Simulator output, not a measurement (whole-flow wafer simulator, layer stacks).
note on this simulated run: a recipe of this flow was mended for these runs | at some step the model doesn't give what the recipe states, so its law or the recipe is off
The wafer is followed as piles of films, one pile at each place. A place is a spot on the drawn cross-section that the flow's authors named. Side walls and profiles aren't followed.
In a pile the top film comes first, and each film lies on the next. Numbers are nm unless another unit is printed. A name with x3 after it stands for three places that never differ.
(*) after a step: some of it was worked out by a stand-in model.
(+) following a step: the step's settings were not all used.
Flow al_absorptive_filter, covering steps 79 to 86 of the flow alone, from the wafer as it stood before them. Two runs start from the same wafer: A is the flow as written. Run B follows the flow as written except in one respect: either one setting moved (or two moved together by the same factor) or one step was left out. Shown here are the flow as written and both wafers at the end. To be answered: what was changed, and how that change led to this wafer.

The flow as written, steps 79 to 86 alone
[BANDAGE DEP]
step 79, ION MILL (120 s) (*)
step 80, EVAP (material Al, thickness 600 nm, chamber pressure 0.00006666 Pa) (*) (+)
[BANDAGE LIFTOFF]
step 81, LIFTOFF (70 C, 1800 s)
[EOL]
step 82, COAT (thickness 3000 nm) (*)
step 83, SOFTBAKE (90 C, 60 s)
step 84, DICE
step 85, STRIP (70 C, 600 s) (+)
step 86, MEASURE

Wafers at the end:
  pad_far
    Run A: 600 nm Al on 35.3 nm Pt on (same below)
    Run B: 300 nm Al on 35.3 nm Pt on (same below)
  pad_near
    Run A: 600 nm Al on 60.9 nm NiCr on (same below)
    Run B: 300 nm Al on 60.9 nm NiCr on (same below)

Cause: step 80, EVAP: thickness 300 nm was run, though the flow has thickness 600 nm.
One can read it off the wafer: pad_far has Al 300, and step 80 as written asks for 600 nm.

How this came from the change, step by step:
  step 80, EVAP (material Al, thickness 600 nm, chamber pressure 0.00006666 Pa) (*) (+)
      gnd, pad_far, pad_near and 11 more: A +600 Al (new film) | B +300 Al (new film)
  step 81, LIFTOFF (70 C, 1800 s)
      xa_field, xl_land, idc_field: A -600 Al (all of it), -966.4 i-line-resist (all of it), -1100 lift-off-underlayer (all of it), -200 acrylic-e-beam-resist (all of it) | B -300 Al (all of it), -966.4 i-line-resist (all of it), -1100 lift-off-underlayer (all of it), -200 acrylic-e-beam-resist (all of it)
      gnd: A -600 Al (all of it), -968.3 i-line-resist (all of it), -1103.3 lift-off-underlayer (all of it), -200.9 acrylic-e-beam-resist (all of it) | B -300 Al (all of it), -968.3 i-line-resist (all of it), -1103.3 lift-off-underlayer (all of it), -200.9 acrylic-e-beam-resist (all of it)
      (also at 8 further places)
  step 82, COAT (thickness 3000 nm) (*)
      pad_far: A +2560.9 i-line-resist (new film) | B +2781.2 i-line-resist (new film)
      pad_near: A +2480.3 i-line-resist (new film) | B +2704.3 i-line-resist (new film)
      (also at 1 further place)
  step 83, SOFTBAKE (90 C, 60 s)
      gnd: A +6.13 i-line-resist | B +3.35 i-line-resist
      pad_far: A -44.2 i-line-resist | B -21.3 i-line-resist
      (also at 3 further places)
  step 85, STRIP (70 C, 600 s) (+)
      pad_far: A -2516.7 i-line-resist (all of it) | B -2759.9 i-line-resist (all of it)
      pad_near: A -2439.3 i-line-resist (all of it) | B -2683.7 i-line-resist (all of it)
